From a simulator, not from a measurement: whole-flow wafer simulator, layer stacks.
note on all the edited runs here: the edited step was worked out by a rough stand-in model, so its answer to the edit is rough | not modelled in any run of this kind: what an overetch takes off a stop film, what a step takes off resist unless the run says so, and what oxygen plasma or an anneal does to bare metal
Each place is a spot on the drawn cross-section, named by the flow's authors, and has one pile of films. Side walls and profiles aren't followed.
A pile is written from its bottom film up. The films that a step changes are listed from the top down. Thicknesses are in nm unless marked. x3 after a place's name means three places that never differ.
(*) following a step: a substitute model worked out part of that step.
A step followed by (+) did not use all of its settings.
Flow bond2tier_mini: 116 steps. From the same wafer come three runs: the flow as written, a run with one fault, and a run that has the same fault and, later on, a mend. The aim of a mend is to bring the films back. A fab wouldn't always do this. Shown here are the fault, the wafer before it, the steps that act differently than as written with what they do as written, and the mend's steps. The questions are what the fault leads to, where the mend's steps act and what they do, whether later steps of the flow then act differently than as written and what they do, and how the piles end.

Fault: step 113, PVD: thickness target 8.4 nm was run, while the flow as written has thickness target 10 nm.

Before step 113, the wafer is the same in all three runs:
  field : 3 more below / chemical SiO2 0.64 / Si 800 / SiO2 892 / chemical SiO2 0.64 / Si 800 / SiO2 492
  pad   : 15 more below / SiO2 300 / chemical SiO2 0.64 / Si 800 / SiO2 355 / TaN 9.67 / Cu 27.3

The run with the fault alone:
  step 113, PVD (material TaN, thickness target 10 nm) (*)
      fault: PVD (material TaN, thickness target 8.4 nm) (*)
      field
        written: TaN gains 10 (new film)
        fault: TaN gains 8.4 (new film)
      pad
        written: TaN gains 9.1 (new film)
        fault: TaN gains 7.65 (new film)
  Steps later in the flow that act otherwise than as written (1 other step is not shown; it differs only slightly, by no more than 2% or 0.5 nm, whichever is larger):
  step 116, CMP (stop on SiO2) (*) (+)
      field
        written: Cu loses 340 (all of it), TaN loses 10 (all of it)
        fault: Cu loses 340 (all of it), TaN loses 8.4 (all of it)
  At pad, the piles at the end differ from the flow's by more than 2% or 0.5 nm, whichever is larger.
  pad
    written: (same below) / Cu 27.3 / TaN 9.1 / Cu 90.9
    fault: (same below) / Cu 27.3 / TaN 7.65 / Cu 92.4

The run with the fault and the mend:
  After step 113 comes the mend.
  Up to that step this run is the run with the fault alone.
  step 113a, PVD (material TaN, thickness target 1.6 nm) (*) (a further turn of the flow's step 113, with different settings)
      field
        TaN gains 1.6
      pad
        TaN gains 1.45
  Every later step of the flow that is run acts as written at every place that is followed.
  By the end, the piles equal the flow's at every place that both follow.
